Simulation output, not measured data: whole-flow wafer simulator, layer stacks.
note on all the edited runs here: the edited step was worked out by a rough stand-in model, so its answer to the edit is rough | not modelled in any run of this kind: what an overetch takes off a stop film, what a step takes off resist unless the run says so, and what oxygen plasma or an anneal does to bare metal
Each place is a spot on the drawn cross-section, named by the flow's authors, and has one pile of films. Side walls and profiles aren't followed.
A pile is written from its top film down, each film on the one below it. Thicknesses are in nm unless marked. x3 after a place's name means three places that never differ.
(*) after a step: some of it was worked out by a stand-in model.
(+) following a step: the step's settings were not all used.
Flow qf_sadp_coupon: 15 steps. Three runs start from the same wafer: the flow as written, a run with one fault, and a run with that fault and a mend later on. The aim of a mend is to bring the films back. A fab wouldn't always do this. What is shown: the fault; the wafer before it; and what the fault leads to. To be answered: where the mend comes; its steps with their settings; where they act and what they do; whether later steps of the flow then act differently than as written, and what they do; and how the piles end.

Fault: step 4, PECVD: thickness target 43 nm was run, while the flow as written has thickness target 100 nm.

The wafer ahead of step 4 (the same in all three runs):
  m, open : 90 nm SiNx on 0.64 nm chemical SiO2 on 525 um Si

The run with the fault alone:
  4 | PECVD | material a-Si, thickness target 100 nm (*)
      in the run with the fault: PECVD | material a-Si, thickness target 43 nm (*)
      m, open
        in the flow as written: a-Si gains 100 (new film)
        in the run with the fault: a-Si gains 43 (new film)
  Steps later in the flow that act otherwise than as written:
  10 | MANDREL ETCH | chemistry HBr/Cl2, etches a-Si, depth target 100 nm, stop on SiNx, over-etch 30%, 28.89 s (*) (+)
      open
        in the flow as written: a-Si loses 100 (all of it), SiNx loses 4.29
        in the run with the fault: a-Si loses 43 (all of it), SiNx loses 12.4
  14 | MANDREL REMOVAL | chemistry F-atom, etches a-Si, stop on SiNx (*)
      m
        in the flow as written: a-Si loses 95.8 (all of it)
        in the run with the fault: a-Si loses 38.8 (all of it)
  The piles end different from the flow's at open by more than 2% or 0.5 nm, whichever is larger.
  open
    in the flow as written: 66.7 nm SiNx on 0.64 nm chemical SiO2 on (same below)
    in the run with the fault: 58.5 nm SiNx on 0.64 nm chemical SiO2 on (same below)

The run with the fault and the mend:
  The mend follows step 4.
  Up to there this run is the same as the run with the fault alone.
  4a | ETCH | chemistry tmah, depth target 49.45 nm
      m, open
        a-Si loses 43 (all of it)
  4b | PECVD | material a-Si, thickness target 100 nm (*) (a further turn of the flow's step 4)
      m, open
        a-Si gains 100 (new film)
  None of the later steps of the flow acts differently than as written at any place that is followed.
  The piles end the same as the flow's at every place that both follow.
